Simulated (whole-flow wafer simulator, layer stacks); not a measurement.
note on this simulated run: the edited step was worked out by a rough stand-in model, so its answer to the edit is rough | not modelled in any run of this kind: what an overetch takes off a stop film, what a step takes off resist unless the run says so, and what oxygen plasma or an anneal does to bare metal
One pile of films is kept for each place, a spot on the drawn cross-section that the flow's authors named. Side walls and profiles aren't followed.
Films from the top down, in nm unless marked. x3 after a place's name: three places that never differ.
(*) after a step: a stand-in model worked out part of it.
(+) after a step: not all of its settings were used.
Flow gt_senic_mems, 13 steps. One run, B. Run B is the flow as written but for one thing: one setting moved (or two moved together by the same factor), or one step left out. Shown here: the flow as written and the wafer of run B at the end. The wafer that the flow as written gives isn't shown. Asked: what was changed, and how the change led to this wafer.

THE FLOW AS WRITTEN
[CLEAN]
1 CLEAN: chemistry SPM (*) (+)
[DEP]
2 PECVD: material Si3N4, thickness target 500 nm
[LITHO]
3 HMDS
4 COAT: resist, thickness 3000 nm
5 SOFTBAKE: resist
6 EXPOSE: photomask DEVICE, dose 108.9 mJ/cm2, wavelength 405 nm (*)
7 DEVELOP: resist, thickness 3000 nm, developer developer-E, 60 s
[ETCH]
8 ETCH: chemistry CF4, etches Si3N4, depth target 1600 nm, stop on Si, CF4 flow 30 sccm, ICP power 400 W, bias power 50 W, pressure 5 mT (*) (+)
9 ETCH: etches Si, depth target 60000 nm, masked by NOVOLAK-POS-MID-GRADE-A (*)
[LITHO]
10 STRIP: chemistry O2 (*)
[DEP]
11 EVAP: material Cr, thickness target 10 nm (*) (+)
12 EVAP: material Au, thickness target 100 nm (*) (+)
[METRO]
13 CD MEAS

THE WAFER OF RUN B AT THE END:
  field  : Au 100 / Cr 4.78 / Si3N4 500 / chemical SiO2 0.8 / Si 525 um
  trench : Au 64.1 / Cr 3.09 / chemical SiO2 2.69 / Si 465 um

The cause: step 11, EVAP: thickness target 4.78 nm was run, where the flow has thickness target 10 nm.
It can be read off the wafer: field has Cr 4.78, and step 11 as written asks for 10 nm.

How the change led to this, step by step:
  11 EVAP: material Cr, thickness target 10 nm (*) (+)
      field: Cr +4.78 (new film) (as written it would be: Cr +10 (new film))
      trench: Cr +3.09 (new film) (as written it would be: Cr +6.45 (new film))
